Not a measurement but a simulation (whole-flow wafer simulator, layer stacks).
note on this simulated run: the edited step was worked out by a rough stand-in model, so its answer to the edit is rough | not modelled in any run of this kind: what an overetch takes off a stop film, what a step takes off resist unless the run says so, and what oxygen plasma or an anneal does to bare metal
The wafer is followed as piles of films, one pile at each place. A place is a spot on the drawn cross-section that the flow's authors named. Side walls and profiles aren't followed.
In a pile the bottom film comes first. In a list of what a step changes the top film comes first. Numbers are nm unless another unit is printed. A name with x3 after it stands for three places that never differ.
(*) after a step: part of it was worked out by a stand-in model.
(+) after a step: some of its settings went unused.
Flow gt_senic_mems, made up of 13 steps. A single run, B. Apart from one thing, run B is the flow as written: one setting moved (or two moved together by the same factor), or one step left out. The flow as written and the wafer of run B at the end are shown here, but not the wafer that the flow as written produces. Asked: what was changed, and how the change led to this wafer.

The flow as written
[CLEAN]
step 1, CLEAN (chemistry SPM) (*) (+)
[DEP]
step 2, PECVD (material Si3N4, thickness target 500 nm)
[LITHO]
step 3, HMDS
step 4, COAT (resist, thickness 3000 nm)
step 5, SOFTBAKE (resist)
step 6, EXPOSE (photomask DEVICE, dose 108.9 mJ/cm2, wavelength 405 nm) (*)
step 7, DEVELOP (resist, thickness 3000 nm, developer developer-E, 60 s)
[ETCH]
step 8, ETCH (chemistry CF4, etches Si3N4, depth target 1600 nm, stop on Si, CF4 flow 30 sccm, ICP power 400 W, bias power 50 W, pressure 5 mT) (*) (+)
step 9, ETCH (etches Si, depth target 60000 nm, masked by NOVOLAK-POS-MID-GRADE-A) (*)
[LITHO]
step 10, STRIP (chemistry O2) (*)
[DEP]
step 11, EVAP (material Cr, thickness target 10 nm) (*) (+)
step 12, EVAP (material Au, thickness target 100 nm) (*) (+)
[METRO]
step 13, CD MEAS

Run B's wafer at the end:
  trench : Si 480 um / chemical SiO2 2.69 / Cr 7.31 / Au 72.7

The reason: step 9, ETCH: depth target 45000 nm was run, whereas the flow has depth target 60000 nm.

The path from the change to this, step by step:
  step 9, ETCH (etches Si, depth target 60000 nm, masked by NOVOLAK-POS-MID-GRADE-A) (*)
      field: -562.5 resist (in the flow as written it would be: -750 resist)
      trench: -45 um Si (in the flow as written it would be: -60 um Si)
  step 10, STRIP (chemistry O2) (*)
      field: -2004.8 resist (all of it) (in the flow as written it would be: -1817.3 resist (all of it))
  step 11, EVAP (material Cr, thickness target 10 nm) (*) (+)
      trench: +7.31 Cr (new film) (in the flow as written it would be: +6.45 Cr (new film))
  step 12, EVAP (material Au, thickness target 100 nm) (*) (+)
      trench: +72.7 Au (new film) (in the flow as written it would be: +64.1 Au (new film))
